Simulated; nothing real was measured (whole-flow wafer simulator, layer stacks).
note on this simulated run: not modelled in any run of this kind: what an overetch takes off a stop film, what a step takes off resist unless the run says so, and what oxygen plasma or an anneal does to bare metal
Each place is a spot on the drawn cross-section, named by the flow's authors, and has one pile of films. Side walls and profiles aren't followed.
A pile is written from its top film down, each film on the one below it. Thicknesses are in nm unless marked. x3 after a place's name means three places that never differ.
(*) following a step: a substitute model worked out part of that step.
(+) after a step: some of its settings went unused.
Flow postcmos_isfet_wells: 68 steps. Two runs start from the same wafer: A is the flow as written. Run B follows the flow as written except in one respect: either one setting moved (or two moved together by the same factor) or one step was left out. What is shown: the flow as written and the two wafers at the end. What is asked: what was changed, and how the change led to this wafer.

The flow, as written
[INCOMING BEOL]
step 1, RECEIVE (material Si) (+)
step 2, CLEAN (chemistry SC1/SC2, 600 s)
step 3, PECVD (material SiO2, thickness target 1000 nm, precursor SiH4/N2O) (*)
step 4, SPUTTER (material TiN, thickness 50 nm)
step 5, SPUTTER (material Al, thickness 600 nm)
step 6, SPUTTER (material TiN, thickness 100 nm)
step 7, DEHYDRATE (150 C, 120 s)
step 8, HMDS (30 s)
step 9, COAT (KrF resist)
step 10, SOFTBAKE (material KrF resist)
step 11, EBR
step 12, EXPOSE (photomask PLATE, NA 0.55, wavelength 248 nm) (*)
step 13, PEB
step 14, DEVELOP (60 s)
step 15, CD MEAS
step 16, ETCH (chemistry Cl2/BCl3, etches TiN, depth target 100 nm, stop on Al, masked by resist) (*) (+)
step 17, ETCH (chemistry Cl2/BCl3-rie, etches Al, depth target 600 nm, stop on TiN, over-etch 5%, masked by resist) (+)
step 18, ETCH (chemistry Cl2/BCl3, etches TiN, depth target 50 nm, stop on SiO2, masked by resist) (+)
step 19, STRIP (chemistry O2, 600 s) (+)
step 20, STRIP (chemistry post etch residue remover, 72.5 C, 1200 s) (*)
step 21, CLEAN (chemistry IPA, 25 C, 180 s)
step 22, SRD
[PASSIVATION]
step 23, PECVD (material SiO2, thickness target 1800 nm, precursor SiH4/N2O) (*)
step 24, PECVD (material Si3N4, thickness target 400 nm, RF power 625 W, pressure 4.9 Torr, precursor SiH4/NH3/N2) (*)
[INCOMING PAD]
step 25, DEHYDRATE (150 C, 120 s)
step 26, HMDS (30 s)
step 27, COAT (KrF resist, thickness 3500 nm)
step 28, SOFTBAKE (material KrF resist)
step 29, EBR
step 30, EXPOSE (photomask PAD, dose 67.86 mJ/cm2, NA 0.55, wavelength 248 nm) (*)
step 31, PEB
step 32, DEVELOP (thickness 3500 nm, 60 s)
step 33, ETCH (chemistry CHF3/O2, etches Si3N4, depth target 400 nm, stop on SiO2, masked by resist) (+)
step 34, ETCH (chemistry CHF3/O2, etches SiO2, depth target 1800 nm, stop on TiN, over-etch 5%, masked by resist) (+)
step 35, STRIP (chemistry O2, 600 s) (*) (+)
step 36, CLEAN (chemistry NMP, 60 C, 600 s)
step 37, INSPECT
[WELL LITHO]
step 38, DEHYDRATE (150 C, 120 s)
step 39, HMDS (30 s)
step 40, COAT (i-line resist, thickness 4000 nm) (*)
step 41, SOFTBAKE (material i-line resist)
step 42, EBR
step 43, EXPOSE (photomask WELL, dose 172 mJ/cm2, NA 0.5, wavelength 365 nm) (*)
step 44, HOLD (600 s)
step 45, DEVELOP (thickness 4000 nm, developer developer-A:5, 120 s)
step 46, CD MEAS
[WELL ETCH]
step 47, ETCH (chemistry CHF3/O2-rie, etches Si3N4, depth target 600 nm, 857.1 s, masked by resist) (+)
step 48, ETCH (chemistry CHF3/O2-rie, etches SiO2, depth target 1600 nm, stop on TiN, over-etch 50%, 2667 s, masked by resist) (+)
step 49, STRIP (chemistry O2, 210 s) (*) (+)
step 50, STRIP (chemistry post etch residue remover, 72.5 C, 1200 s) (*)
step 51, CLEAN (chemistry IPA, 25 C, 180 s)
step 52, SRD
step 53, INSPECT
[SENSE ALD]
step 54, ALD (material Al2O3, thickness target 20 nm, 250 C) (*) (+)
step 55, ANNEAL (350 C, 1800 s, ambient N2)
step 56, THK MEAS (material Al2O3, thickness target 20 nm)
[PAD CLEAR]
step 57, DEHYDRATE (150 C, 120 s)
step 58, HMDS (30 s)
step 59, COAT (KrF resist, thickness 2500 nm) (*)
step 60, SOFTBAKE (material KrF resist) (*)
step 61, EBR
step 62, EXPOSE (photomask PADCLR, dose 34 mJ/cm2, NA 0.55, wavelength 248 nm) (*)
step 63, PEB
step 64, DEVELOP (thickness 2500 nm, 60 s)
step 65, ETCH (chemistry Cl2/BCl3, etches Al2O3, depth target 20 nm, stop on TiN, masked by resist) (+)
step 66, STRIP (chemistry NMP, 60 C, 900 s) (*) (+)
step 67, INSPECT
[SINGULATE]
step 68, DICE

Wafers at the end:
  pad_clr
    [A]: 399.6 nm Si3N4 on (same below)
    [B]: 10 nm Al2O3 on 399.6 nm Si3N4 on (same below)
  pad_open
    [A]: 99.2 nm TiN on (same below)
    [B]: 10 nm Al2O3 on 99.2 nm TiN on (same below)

What caused this: step 65, ETCH: depth target 10 nm was run, while the flow as written has depth target 20 nm.

The path from the change to this, step by step:
  step 65, ETCH (chemistry Cl2/BCl3, etches Al2O3, depth target 20 nm, stop on TiN, masked by resist) (+)
      pad_clr, pad_open: A Al2O3 loses 20 (all of it) | B Al2O3 loses 10
      field, margin, pad_rim: A KrF resist loses 25 | B KrF resist loses 12.5
